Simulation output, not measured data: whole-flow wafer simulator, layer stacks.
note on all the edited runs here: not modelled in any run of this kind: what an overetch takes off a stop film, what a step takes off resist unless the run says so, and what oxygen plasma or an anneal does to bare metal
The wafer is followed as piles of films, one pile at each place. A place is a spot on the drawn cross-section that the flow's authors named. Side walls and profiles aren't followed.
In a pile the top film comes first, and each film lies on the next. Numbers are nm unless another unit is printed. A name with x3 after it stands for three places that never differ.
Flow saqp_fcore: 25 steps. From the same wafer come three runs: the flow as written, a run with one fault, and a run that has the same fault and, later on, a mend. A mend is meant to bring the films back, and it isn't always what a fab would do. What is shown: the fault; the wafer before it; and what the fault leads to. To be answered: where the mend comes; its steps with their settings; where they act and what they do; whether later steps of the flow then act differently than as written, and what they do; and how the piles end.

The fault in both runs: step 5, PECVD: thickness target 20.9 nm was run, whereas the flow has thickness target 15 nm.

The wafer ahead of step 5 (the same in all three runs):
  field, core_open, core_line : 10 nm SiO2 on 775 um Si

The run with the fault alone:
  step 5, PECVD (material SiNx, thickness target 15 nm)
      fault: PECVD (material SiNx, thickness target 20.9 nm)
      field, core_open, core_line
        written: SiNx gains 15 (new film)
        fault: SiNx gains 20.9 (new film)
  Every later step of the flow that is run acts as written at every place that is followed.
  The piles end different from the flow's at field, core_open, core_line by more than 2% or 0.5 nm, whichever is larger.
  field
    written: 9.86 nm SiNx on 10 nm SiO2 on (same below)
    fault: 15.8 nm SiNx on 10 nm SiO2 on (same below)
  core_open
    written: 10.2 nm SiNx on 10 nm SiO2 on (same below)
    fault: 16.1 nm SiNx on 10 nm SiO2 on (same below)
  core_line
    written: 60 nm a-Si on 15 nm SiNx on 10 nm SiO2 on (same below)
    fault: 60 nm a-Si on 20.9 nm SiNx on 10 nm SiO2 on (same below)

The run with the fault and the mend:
  The mend stands after step 5.
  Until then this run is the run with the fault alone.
  step 5a, ETCH (chemistry h3po4, depth target 24.03 nm)
      field, core_open, core_line
        SiNx loses 20.9 (all of it)
  step 5b, PECVD (material SiNx, thickness target 15 nm) (a further turn of the flow's step 5)
      field, core_open, core_line
        SiNx gains 15 (new film)
  Every later step of the flow that is run acts as written at every place that is followed.
  The piles end the same as the flow's at every place that both follow.
